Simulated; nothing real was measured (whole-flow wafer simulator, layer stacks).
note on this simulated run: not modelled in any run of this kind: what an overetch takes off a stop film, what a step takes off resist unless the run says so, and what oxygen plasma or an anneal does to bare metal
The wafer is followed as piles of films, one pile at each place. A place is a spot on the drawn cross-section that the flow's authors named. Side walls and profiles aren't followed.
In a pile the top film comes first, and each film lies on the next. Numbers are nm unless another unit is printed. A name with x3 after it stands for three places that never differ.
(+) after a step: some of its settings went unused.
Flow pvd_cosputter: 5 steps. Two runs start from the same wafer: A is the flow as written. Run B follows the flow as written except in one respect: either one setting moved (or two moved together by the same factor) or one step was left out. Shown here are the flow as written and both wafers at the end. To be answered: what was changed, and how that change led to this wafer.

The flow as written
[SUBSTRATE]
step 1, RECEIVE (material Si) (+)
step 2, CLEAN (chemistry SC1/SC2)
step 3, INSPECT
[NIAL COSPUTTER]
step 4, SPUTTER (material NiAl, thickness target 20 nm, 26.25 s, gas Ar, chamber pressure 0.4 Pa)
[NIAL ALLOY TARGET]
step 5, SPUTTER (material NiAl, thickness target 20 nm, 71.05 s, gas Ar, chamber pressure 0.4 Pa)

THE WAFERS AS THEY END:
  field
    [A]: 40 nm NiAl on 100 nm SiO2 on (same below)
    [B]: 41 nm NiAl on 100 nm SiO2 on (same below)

Cause: step 4, SPUTTER: thickness target 21 nm was run, whereas the flow has thickness target 20 nm.

The path from the change to this, step by step:
  step 4, SPUTTER (material NiAl, thickness target 20 nm, 26.25 s, gas Ar, chamber pressure 0.4 Pa)
      field: A +20 NiAl (new film) | B +21 NiAl (new film)
